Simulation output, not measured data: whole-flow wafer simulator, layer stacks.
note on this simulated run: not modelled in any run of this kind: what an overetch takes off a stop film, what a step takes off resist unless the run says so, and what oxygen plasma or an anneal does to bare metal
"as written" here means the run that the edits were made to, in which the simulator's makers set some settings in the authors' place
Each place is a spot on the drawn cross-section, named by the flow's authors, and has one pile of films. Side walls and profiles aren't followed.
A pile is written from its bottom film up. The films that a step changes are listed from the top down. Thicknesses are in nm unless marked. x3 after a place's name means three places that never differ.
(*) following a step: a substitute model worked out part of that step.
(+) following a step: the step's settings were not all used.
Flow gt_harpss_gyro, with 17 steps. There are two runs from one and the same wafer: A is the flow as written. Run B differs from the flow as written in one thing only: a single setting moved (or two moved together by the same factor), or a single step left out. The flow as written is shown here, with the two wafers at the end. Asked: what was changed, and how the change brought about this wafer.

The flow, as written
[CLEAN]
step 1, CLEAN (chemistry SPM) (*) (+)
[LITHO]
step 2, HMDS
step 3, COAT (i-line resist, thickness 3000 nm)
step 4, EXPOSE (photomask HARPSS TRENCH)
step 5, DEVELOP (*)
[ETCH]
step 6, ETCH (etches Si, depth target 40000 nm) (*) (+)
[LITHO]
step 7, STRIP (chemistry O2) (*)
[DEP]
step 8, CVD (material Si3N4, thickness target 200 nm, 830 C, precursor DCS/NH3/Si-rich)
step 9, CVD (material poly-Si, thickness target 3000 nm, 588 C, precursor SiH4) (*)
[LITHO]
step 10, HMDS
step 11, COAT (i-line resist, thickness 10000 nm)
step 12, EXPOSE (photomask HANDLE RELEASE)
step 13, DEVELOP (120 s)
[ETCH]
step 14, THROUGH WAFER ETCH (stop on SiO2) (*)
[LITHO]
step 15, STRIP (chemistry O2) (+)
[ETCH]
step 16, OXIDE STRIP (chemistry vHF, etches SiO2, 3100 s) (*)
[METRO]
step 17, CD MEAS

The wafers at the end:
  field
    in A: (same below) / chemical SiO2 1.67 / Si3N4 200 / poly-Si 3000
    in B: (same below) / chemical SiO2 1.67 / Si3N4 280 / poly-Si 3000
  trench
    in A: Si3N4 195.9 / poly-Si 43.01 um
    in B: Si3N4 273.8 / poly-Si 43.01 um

What caused this: step 8, CVD: thickness target 280 nm was run, while the flow as written has thickness target 200 nm.
One can read it off the wafer: field has Si3N4 280, and step 8 as written asks for 200 nm.

Step by step, how the change led to this:
  step 8, CVD (material Si3N4, thickness target 200 nm, 830 C, precursor DCS/NH3/Si-rich)
      field: A Si3N4 gains 200 (new film) | B Si3N4 gains 280 (new film)
      trench: A Si3N4 gains 195.9 (new film) | B Si3N4 gains 273.8 (new film)
